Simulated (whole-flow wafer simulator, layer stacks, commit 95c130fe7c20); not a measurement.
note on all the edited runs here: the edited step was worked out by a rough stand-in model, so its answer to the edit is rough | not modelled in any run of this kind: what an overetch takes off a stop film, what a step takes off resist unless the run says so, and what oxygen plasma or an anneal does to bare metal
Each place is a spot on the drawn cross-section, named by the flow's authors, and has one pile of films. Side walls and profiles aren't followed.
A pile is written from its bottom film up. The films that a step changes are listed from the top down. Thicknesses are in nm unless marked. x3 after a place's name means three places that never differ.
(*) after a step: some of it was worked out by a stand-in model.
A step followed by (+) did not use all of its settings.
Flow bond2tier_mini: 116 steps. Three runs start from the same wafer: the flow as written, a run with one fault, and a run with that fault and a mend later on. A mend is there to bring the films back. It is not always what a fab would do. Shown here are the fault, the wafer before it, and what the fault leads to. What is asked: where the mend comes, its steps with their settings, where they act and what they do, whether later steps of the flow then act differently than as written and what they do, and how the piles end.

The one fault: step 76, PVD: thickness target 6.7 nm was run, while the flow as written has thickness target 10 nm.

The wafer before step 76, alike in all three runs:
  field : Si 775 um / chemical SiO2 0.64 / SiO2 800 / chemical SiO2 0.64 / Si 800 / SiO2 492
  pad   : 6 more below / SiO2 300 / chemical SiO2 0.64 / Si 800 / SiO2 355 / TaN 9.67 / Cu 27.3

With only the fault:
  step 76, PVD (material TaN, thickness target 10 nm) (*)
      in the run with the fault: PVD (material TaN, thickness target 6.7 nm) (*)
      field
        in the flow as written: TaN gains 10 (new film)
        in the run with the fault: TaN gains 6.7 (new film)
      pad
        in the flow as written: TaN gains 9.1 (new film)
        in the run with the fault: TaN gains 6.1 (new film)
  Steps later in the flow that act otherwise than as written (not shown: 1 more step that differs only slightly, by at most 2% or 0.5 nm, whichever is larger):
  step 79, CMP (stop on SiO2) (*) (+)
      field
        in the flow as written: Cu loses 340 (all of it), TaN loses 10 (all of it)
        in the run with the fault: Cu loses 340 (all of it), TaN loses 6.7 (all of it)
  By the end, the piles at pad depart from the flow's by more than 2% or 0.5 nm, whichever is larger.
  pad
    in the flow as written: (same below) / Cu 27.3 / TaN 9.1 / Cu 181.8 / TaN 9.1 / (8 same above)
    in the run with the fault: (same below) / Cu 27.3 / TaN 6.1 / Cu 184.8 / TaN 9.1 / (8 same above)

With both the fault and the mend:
  The mend stands after step 76.
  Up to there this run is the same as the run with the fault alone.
  step 76a, PVD (material TaN, thickness target 3.3 nm) (*) (a further turn of the flow's step 76, with different settings)
      field
        TaN gains 3.3
      pad
        TaN gains 3
  Later steps of the flow that are run all act as written at every place that is followed.
  The piles end the same as the flow's at every place that both follow.
